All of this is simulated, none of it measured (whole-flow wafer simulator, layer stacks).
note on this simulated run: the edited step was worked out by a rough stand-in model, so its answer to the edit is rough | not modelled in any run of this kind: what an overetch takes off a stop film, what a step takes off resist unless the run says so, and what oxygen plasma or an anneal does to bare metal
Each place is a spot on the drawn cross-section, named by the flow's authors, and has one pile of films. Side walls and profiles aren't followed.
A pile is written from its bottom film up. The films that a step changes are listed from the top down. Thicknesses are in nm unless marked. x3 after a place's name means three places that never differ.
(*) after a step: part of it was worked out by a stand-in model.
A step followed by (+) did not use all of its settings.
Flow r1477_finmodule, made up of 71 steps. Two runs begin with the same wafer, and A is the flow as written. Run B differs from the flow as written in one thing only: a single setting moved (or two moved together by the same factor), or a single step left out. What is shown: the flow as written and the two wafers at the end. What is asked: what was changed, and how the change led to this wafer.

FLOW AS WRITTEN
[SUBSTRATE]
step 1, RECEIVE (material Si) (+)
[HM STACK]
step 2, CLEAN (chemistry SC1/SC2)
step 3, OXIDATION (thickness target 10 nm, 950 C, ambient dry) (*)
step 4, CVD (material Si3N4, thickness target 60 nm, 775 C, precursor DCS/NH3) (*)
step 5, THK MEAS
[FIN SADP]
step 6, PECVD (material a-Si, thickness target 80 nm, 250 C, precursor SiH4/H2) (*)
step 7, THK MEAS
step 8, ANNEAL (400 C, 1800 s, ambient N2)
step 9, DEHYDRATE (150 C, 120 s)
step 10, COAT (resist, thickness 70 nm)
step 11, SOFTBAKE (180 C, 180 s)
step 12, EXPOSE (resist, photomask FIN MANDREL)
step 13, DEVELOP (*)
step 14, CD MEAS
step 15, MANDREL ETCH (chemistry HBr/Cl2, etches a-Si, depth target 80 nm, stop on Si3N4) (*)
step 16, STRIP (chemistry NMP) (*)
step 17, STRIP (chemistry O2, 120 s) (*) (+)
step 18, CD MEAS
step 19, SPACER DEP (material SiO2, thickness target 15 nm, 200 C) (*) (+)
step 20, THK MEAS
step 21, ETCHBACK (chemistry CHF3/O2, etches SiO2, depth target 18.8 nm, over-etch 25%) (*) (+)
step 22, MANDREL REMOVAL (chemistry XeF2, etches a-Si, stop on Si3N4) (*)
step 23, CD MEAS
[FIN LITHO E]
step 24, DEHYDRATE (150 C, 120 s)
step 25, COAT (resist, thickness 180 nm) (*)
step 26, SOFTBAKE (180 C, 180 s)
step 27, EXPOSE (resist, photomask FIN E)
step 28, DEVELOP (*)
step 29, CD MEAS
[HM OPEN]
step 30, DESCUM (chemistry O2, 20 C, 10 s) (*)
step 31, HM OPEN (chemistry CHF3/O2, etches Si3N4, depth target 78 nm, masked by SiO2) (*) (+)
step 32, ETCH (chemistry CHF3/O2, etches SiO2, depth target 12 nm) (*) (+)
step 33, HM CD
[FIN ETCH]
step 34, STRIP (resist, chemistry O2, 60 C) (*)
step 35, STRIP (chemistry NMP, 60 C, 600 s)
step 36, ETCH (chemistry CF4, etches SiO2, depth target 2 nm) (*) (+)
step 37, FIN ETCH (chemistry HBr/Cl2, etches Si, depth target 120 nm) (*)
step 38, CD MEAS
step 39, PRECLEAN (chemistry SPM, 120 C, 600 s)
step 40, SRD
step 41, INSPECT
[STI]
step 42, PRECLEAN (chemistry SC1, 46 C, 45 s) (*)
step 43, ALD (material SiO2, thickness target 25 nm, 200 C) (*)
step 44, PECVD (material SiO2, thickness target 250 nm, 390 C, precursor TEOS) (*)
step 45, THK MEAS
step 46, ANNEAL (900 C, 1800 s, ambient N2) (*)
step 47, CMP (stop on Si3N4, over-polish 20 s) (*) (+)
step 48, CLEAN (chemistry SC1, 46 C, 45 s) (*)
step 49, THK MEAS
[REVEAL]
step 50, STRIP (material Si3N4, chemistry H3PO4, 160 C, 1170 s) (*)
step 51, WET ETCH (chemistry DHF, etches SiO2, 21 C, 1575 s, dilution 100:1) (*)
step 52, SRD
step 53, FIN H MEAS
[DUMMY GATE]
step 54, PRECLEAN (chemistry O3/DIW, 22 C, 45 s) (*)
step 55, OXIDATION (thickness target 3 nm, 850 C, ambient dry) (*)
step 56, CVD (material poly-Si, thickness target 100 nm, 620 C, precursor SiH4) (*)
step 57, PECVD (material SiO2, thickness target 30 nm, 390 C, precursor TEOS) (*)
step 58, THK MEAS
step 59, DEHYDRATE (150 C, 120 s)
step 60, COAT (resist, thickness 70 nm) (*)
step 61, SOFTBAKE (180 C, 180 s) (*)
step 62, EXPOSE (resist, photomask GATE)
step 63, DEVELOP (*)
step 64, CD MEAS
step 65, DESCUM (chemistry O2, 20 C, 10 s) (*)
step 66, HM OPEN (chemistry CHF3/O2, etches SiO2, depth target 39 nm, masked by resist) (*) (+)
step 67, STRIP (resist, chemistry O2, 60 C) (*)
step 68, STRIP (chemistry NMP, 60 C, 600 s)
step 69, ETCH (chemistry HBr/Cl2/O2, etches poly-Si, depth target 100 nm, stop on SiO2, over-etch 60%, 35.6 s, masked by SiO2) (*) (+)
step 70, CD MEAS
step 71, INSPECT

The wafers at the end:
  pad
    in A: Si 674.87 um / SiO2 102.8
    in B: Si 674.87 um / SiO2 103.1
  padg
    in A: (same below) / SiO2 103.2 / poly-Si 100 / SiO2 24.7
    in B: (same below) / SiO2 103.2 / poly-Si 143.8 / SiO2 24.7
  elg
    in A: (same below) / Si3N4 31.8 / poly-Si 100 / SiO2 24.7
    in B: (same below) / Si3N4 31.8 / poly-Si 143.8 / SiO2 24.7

The reason: step 56, CVD: thickness target 143.8 nm was run, whereas the flow has thickness target 100 nm.
The wafer itself shows it: padg has poly-Si 143.8, and step 56 as written asks for 100 nm.

The path from the change to this, step by step:
  step 56, CVD (material poly-Si, thickness target 100 nm, 620 C, precursor SiH4) (*)
      pad, padg, elg and 26 more: A poly-Si gains 100 (new film) | B poly-Si gains 143.8 (new film)
      s40cg, s40co: A poly-Si gains 113.9 (new film) | B poly-Si gains 158.3 (new film)
      (as well as at 5 more places)
  step 67, STRIP (resist, chemistry O2, 60 C) (*)
      s45cg: A resist loses 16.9 (all of it) | B resist loses 16.3 (all of it)
      s50cg: A resist loses 17.4 (all of it) | B resist loses 16.6 (all of it)
  step 69, ETCH (chemistry HBr/Cl2/O2, etches poly-Si, depth target 100 nm, stop on SiO2, over-etch 60%, 35.6 s, masked by SiO2) (*) (+)
      elo, e40lo, e100lo, e200lo: A chemical SiO2 loses 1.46 (all of it), poly-Si loses 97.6 (all of it), Si3N4 loses 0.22 | B chemical SiO2 loses 1.46 (all of it), poly-Si loses 141.4 (all of it)
      s40co: A chemical SiO2 loses 1.46 (all of it), poly-Si loses 111.5 (all of it), SiO2 loses 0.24 | B chemical SiO2 loses 1.46 (all of it), poly-Si loses 155.9 (all of it)
      (as well as at 13 more places)
